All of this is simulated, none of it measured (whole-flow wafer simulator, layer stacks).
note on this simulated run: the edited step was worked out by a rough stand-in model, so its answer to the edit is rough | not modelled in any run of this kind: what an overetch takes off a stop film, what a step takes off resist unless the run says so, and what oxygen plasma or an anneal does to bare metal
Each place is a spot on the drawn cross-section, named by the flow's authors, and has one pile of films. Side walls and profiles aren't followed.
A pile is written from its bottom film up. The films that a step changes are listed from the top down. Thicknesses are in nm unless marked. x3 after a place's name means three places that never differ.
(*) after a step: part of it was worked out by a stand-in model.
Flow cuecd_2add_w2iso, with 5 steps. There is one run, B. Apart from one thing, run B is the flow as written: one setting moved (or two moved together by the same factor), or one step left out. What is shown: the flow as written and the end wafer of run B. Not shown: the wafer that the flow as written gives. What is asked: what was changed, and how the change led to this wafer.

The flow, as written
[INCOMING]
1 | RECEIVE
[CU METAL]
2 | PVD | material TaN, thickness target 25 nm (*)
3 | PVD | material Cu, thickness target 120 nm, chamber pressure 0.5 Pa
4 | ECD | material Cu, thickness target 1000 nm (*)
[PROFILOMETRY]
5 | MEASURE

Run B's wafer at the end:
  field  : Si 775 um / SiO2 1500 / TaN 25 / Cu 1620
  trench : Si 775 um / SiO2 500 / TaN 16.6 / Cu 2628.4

Cause: step 4, ECD: thickness target 1500 nm was run, while the flow as written has thickness target 1000 nm.

How this came from the change, step by step:
  4 | ECD | material Cu, thickness target 1000 nm (*)
      field: +1500 Cu (in the flow as written it would be: +1000 Cu)
      trench: +2547.6 Cu (in the flow as written it would be: +2047.6 Cu)
